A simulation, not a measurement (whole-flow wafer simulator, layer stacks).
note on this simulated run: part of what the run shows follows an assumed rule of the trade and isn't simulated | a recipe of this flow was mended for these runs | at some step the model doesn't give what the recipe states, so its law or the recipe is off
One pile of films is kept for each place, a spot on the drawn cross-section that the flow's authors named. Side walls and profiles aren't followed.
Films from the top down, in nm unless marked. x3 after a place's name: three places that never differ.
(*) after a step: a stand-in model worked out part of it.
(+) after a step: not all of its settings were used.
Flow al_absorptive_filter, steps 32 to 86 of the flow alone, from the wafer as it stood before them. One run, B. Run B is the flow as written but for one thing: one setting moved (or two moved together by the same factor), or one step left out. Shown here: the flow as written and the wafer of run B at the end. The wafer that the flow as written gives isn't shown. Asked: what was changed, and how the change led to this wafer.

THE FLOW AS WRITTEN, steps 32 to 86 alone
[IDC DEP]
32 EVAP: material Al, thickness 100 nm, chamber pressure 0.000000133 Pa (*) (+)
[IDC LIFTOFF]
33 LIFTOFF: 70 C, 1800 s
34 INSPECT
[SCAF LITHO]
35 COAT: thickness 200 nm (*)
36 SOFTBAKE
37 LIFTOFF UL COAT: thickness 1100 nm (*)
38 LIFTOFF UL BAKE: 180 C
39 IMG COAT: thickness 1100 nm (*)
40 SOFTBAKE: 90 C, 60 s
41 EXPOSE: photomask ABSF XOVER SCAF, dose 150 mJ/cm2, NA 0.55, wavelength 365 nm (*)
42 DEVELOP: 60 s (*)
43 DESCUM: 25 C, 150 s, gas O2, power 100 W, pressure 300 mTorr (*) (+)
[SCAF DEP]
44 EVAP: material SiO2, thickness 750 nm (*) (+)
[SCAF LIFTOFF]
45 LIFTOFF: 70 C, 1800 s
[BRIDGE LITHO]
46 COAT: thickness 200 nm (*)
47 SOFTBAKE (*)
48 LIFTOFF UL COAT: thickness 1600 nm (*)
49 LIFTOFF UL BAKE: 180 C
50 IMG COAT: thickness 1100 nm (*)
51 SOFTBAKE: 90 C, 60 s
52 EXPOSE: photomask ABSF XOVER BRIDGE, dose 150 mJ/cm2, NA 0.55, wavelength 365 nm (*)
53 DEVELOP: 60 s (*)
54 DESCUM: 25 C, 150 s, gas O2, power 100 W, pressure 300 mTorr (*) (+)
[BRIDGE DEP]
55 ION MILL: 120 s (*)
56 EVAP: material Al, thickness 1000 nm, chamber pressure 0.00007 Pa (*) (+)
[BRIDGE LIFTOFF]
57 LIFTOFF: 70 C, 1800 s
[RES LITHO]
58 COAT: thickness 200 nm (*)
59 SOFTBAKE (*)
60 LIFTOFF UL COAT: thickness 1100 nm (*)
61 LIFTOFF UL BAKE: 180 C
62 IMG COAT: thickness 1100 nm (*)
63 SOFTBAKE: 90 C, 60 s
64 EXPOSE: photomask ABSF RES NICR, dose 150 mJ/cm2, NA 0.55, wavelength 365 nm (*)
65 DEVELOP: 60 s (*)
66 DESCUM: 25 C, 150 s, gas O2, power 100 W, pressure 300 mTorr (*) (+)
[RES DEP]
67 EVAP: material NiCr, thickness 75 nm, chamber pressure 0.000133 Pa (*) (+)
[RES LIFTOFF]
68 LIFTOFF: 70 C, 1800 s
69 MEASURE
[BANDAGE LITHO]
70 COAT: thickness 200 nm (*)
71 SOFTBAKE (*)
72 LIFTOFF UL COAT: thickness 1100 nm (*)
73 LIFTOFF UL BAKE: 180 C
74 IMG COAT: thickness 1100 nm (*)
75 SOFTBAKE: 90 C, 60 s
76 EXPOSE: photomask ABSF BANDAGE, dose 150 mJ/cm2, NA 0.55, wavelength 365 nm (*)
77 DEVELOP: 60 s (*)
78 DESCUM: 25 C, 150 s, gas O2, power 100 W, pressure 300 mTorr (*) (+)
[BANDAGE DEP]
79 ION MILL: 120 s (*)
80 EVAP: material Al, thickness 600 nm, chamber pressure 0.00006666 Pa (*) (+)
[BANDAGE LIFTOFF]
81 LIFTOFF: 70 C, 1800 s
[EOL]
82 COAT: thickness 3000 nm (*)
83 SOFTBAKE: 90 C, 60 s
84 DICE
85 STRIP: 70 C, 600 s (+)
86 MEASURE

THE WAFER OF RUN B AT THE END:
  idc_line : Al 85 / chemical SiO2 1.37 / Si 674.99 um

The cause: step 32, EVAP: thickness 85 nm was run, where the flow has thickness 100 nm.
It can be read off the wafer: idc_line has Al 85, and step 32 as written asks for 100 nm.

How the change led to this, step by step:
  32 EVAP: material Al, thickness 100 nm, chamber pressure 0.000000133 Pa (*) (+)
      gnd, pad_far, pad_near and 11 more: Al +85 (new film) (as written it would be: Al +100 (new film))
  33 LIFTOFF: 70 C, 1800 s
      gnd, xa_field, xa_margin, xa_strip, xl_land, idc_field, idc_space: Al -85 (all of it), e-beam-resist -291 (all of it) (as written it would be: Al -100 (all of it), e-beam-resist -291 (all of it))
      pad_far: Al -85 (all of it), e-beam-resist -287 (all of it) (as written it would be: Al -100 (all of it), e-beam-resist -287 (all of it))
      (and at 5 more places)
  35 COAT: thickness 200 nm (*)
      idc_line: acrylic-e-beam-resist +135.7 (new film) (as written it would be: acrylic-e-beam-resist +125.3 (new film))
      idc_space: acrylic-e-beam-resist +223.1 (new film) (as written it would be: acrylic-e-beam-resist +228.2 (new film))
  45 LIFTOFF: 70 C, 1800 s
      idc_line: SiO2 -750 (all of it), i-line-resist -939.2 (all of it), lift-off-underlayer -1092 (all of it), acrylic-e-beam-resist -135.7 (all of it) (as written it would be: SiO2 -750 (all of it), i-line-resist -939.2 (all of it), lift-off-underlayer -1090 (all of it), acrylic-e-beam-resist -125.3 (all of it))
      idc_space: SiO2 -750 (all of it), i-line-resist -939.2 (all of it), lift-off-underlayer -1090.3 (all of it), acrylic-e-beam-resist -223.1 (all of it) (as written it would be: SiO2 -750 (all of it), i-line-resist -939.1 (all of it), lift-off-underlayer -1087.8 (all of it), acrylic-e-beam-resist -228.2 (all of it))
  46 COAT: thickness 200 nm (*)
      idc_line: acrylic-e-beam-resist +139.5 (new film) (as written it would be: acrylic-e-beam-resist +129.8 (new film))
      idc_space: acrylic-e-beam-resist +224.7 (new film) (as written it would be: acrylic-e-beam-resist +229.8 (new film))
  57 LIFTOFF: 70 C, 1800 s
      idc_line: Al -1000 (all of it), i-line-resist -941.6 (all of it), lift-off-underlayer -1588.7 (all of it), acrylic-e-beam-resist -139.5 (all of it) (as written it would be: Al -1000 (all of it), i-line-resist -941.5 (all of it), lift-off-underlayer -1586.1 (all of it), acrylic-e-beam-resist -129.8 (all of it))
      idc_space: Al -1000 (all of it), i-line-resist -941.5 (all of it), lift-off-underlayer -1589.3 (all of it), acrylic-e-beam-resist -224.7 (all of it) (as written it would be: Al -1000 (all of it), i-line-resist -941.5 (all of it), lift-off-underlayer -1586.9 (all of it), acrylic-e-beam-resist -229.8 (all of it))
  58 COAT: thickness 200 nm (*)
      idc_line: acrylic-e-beam-resist +139.5 (new film) (as written it would be: acrylic-e-beam-resist +129.8 (new film))
      idc_space: acrylic-e-beam-resist +224.7 (new film) (as written it would be: acrylic-e-beam-resist +229.8 (new film))
  68 LIFTOFF: 70 C, 1800 s
      idc_line: NiCr -75 (all of it), i-line-resist -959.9 (all of it), lift-off-underlayer -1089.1 (all of it), acrylic-e-beam-resist -139.5 (all of it) (as written it would be: NiCr -75 (all of it), i-line-resist -959.8 (all of it), lift-off-underlayer -1086.6 (all of it), acrylic-e-beam-resist -129.8 (all of it))
      idc_space: NiCr -75 (all of it), i-line-resist -959.8 (all of it), lift-off-underlayer -1089.7 (all of it), acrylic-e-beam-resist -224.7 (all of it) (as written it would be: NiCr -75 (all of it), i-line-resist -959.8 (all of it), lift-off-underlayer -1087.4 (all of it), acrylic-e-beam-resist -229.8 (all of it))
  70 COAT: thickness 200 nm (*)
      idc_line: acrylic-e-beam-resist +139.5 (new film) (as written it would be: acrylic-e-beam-resist +129.8 (new film))
      idc_space: acrylic-e-beam-resist +224.7 (new film) (as written it would be: acrylic-e-beam-resist +229.8 (new film))
  81 LIFTOFF: 70 C, 1800 s
      idc_line: Al -600 (all of it), i-line-resist -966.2 (all of it), lift-off-underlayer -1089.1 (all of it), acrylic-e-beam-resist -139.5 (all of it) (as written it would be: Al -600 (all of it), i-line-resist -966.1 (all of it), lift-off-underlayer -1086.6 (all of it), acrylic-e-beam-resist -129.8 (all of it))
      idc_space: Al -600 (all of it), i-line-resist -966.1 (all of it), lift-off-underlayer -1089.7 (all of it), acrylic-e-beam-resist -224.7 (all of it) (as written it would be: Al -600 (all of it), i-line-resist -966.1 (all of it), lift-off-underlayer -1087.4 (all of it), acrylic-e-beam-resist -229.8 (all of it))
